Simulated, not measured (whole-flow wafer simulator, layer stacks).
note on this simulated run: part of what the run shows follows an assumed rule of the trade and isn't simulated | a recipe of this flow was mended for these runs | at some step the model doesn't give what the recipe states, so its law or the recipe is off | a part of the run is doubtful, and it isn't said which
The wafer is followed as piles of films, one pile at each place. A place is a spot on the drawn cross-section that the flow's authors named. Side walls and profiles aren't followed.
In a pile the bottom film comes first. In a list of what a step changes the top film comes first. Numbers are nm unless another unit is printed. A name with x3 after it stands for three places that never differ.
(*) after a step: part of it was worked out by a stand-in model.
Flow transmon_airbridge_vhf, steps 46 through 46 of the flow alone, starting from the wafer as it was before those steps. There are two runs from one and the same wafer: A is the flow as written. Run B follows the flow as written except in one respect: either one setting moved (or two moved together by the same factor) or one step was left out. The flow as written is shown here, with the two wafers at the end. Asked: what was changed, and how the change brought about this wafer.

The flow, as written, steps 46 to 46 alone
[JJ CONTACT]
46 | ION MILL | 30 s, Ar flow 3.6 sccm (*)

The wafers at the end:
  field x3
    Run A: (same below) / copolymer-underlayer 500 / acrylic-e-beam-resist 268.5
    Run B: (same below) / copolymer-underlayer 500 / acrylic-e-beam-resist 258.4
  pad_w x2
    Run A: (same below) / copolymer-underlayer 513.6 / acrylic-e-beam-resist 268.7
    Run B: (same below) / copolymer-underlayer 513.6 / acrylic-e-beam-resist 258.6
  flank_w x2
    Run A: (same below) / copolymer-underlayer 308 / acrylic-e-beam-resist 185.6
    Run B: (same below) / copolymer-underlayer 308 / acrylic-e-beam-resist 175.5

What caused this: step 46, ION MILL: 48 s was run, though the flow has 30 s.

Step by step, how the change led to this:
  46 | ION MILL | 30 s, Ar flow 3.6 sccm (*)
      field x3, ground_far x3, pad_w x2, flank_w x2, gap_w x2, cpw_trace, margin_s x2, bridge_strip: A acrylic-e-beam-resist loses 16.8 | B acrylic-e-beam-resist loses 26.9
      jj_line: A Si loses 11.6 | B Si loses 18.6
